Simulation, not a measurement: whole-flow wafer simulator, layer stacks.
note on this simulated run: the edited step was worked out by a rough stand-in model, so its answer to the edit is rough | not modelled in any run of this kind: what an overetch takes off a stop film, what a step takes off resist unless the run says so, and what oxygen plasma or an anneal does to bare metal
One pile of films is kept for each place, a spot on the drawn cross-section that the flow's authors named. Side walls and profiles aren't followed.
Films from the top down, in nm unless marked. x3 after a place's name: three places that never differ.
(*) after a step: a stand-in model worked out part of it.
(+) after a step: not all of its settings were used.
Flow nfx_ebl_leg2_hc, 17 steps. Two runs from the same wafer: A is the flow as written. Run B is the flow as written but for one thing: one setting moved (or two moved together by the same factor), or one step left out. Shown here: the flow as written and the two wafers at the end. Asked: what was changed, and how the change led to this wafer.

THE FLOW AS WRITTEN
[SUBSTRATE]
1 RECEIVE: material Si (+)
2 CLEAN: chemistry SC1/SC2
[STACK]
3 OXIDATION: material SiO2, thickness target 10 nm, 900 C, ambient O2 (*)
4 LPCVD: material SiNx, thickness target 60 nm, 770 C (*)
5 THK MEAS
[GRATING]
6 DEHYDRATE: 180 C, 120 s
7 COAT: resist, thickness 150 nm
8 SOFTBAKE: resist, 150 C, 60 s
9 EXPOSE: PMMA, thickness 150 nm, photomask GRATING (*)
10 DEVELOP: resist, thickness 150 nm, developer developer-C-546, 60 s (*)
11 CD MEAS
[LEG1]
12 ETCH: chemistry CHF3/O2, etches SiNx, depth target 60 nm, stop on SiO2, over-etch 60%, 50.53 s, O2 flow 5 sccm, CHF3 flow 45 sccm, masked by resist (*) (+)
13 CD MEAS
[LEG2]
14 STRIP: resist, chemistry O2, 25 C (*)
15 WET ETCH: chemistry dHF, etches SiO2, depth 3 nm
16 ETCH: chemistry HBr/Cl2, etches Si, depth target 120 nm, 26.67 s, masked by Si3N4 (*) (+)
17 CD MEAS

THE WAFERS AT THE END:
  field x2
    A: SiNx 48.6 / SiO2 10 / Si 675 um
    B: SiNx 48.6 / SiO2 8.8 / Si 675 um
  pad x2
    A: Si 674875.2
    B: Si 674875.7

The cause: step 3, OXIDATION: thickness target 8.8 nm was run, where the flow has thickness target 10 nm.
It can be read off the wafer: field x2 has SiO2 8.8, and step 3 as written asks for 10 nm.

How the change led to this, step by step:
  3 OXIDATION: material SiO2, thickness target 10 nm, 900 C, ambient O2 (*)
      field x2, pad x2: A SiO2 +10 (new film), chemical SiO2 -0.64 (all of it), Si -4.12 | B SiO2 +8.8 (new film), chemical SiO2 -0.64 (all of it), Si -3.59
  12 ETCH: chemistry CHF3/O2, etches SiNx, depth target 60 nm, stop on SiO2, over-etch 60%, 50.53 s, O2 flow 5 sccm, CHF3 flow 45 sccm, masked by resist (*) (+)
      pad x2: A SiNx -60 (all of it), SiO2 -10 (all of it) | B SiNx -60 (all of it), SiO2 -8.8 (all of it)
